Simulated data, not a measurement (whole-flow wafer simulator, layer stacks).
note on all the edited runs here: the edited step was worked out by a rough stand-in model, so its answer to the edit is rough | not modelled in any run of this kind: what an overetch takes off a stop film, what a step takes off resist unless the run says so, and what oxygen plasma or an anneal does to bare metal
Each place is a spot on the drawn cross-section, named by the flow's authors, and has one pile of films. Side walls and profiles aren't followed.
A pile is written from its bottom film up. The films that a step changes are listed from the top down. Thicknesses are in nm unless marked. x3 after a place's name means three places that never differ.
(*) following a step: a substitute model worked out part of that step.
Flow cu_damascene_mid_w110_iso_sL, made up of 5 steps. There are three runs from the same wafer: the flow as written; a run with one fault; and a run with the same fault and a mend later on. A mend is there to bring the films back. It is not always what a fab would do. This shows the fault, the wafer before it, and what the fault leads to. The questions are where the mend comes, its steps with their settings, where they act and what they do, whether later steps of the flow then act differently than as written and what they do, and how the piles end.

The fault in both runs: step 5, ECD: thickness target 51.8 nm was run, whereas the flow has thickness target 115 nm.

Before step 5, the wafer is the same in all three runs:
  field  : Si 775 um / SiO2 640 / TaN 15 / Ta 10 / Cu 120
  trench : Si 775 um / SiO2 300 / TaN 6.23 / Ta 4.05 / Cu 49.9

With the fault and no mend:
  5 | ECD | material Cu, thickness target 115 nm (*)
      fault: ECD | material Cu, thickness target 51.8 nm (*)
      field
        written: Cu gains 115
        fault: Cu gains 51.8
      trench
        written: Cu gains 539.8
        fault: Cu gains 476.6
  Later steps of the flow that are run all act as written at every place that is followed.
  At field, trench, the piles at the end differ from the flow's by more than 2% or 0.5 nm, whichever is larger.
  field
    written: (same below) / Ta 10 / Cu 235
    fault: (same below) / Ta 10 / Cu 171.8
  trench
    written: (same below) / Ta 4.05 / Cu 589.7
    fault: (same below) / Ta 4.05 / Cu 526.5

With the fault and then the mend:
  The mend follows step 5.
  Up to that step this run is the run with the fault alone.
  5a | ECD | material Cu, thickness target 63.2 nm (a further turn of the flow's step 5, with different settings)
      field, trench
        Cu gains 63.2
  Later steps of the flow that are run all act as written at every place that is followed.
  At every place that both follow, the piles at the end match the flow's.
